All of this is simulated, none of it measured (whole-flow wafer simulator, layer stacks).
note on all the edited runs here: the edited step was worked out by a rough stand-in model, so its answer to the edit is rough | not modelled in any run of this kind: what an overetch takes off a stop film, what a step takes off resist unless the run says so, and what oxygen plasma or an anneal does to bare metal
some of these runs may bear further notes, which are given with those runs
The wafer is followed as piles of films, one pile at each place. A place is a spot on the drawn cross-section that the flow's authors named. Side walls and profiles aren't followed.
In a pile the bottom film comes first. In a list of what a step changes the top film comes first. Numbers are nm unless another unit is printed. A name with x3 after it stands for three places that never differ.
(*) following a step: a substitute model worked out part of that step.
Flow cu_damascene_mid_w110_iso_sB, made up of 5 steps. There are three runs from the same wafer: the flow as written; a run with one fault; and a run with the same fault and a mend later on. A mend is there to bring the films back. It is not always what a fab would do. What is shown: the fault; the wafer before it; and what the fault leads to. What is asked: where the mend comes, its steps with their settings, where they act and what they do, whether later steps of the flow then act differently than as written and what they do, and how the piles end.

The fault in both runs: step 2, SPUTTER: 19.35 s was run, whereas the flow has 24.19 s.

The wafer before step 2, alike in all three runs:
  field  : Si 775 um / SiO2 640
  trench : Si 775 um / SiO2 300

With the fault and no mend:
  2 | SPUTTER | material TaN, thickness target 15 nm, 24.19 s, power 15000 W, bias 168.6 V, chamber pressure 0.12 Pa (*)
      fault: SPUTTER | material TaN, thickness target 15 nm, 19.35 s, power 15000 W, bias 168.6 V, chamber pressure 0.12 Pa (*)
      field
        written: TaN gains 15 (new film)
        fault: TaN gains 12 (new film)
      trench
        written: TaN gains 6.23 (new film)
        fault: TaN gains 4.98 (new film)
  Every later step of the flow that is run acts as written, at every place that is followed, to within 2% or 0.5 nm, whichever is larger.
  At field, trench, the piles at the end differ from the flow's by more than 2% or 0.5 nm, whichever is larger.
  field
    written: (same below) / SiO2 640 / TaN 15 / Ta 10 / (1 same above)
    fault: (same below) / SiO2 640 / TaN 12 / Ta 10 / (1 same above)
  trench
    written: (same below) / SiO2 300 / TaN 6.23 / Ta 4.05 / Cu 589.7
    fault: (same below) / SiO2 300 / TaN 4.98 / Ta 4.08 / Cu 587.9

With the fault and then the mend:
  The mend follows step 2.
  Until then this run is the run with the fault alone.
  2a | SPUTTER | material TaN, thickness target 15 nm, 4.84 s, power 15000 W, bias 168.6 V, chamber pressure 0.12 Pa (*) (a further turn of the flow's step 2, with different settings)
      field
        TaN gains 3
      trench
        TaN gains 1.2
  Every later step of the flow that is run acts as written, at every place that is followed, to within 2% or 0.5 nm, whichever is larger.
  When the end is reached, the piles differ only a little from the flow's at the places that both follow, at most by 2% or 0.5 nm, whichever is larger.
